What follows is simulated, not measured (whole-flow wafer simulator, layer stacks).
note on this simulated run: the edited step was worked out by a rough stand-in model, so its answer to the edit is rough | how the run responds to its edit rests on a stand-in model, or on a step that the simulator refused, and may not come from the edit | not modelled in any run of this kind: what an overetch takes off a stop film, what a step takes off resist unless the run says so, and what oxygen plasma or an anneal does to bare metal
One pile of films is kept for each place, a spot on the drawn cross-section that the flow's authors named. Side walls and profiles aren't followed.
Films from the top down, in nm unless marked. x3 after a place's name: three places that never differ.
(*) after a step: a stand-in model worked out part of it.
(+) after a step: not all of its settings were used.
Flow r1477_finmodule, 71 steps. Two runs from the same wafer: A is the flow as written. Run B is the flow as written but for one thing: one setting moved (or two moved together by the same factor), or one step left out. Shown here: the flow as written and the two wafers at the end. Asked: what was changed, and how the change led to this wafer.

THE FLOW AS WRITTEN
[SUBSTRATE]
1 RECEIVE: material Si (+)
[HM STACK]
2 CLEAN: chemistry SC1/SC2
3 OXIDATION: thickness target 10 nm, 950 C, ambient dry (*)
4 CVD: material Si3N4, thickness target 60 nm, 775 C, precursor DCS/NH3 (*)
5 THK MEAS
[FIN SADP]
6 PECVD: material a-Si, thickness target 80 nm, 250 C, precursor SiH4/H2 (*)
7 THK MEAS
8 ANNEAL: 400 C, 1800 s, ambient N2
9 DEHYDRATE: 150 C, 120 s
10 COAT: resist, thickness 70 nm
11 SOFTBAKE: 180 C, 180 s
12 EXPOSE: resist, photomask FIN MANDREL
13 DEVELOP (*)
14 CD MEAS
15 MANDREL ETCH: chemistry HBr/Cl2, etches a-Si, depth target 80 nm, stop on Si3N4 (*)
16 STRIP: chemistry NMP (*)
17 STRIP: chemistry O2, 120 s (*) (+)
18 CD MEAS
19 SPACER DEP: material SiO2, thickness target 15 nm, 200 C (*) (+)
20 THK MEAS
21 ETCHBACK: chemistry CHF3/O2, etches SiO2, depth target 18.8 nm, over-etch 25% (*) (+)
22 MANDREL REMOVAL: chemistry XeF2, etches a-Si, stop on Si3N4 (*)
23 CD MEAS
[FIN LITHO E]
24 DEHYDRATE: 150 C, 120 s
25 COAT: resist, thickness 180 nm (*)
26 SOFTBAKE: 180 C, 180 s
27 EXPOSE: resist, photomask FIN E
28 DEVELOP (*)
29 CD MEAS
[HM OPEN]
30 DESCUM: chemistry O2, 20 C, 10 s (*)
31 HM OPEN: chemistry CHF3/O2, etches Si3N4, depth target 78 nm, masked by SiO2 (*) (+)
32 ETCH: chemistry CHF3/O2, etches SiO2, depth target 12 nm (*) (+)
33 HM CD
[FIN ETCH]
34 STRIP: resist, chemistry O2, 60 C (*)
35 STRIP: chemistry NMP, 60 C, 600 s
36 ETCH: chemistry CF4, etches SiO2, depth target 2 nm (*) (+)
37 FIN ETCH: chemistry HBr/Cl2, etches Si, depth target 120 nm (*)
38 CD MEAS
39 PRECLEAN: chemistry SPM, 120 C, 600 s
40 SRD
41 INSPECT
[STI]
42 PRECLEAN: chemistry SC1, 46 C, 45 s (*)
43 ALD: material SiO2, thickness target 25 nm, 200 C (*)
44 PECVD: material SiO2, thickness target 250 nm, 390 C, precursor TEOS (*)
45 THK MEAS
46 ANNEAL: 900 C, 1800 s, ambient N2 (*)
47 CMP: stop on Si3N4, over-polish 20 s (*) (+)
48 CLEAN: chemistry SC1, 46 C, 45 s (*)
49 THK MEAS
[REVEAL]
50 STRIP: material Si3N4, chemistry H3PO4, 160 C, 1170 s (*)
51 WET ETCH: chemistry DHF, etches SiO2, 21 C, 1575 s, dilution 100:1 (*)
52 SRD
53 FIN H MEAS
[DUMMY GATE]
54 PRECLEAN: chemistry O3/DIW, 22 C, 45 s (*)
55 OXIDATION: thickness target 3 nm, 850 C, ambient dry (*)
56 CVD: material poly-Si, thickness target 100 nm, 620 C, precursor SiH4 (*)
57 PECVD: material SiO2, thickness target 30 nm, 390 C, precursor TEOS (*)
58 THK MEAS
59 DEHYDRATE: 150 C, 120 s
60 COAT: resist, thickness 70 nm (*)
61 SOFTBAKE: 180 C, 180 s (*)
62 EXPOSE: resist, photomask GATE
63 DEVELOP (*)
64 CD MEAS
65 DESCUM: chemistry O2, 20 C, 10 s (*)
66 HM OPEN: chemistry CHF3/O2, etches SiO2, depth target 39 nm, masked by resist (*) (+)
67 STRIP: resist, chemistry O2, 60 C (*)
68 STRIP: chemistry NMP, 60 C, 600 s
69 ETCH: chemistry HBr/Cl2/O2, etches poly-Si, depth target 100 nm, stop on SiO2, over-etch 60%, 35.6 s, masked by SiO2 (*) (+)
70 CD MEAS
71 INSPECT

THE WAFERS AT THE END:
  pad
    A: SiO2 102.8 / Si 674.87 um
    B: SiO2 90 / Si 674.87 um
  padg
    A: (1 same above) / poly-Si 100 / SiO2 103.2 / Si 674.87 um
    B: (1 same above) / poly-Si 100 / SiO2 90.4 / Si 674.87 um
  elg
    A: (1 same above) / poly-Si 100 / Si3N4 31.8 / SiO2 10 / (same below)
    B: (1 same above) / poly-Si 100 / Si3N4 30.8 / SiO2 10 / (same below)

The cause: step 51, WET ETCH: 1811 s was run, where the flow has 1575 s.

How the change led to this, step by step:
  51 WET ETCH: chemistry DHF, etches SiO2, 21 C, 1575 s, dilution 100:1 (*)
      pad, padg, e40sg and 12 more: A SiO2 -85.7 | B SiO2 -98.5
      elg, e40lg, e100lg, e200lg, elo, e40lo, e100lo, e200lo: A SiO2 -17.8 (all of it), Si3N4 -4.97 | B SiO2 -17.8 (all of it), Si3N4 -5.93
      (and at 7 more places)
  56 CVD: material poly-Si, thickness target 100 nm, 620 C, precursor SiH4 (*)
      s40cg, s40co: A poly-Si +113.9 (new film) | B poly-Si +127.8 (new film)
      s45cg, s45co: A poly-Si +113.4 (new film) | B poly-Si +127.8 (new film)
      (and at 3 more places)
  60 COAT: resist, thickness 70 nm (*)
      e40sg, eso, e40so: A resist +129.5 (new film) | B resist +140.7 (new film)
      e100sg, e100so: A resist +129.4 (new film) | B resist +140.7 (new film)
      (and at 14 more places)
  63 DEVELOP (*)
      eso, e40so: A resist -129.5 (all of it) | B resist -140.7 (all of it)
      e100so: A resist -129.4 (all of it) | B resist -140.7 (all of it)
      (and at 7 more places)
  67 STRIP: resist, chemistry O2, 60 C (*)
      e40lg, e100lg, e200lg: A resist -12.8 (all of it) | B resist -12.2 (all of it)
      e40sg: A resist -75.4 (all of it) | B resist -86.6 (all of it)
      (and at 8 more places)
  69 ETCH: chemistry HBr/Cl2/O2, etches poly-Si, depth target 100 nm, stop on SiO2, over-etch 60%, 35.6 s, masked by SiO2 (*) (+)
      s40co: A chemical SiO2 -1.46 (all of it), poly-Si -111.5 (all of it), SiO2 -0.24 | B chemical SiO2 -1.51 (all of it), poly-Si -125.3 (all of it), SiO2 -0.17
      s45co: A chemical SiO2 -1.46 (all of it), poly-Si -110.9 (all of it), SiO2 -0.25 | B chemical SiO2 -1.51 (all of it), poly-Si -125.3 (all of it), SiO2 -0.17
      (and at 1 more place)
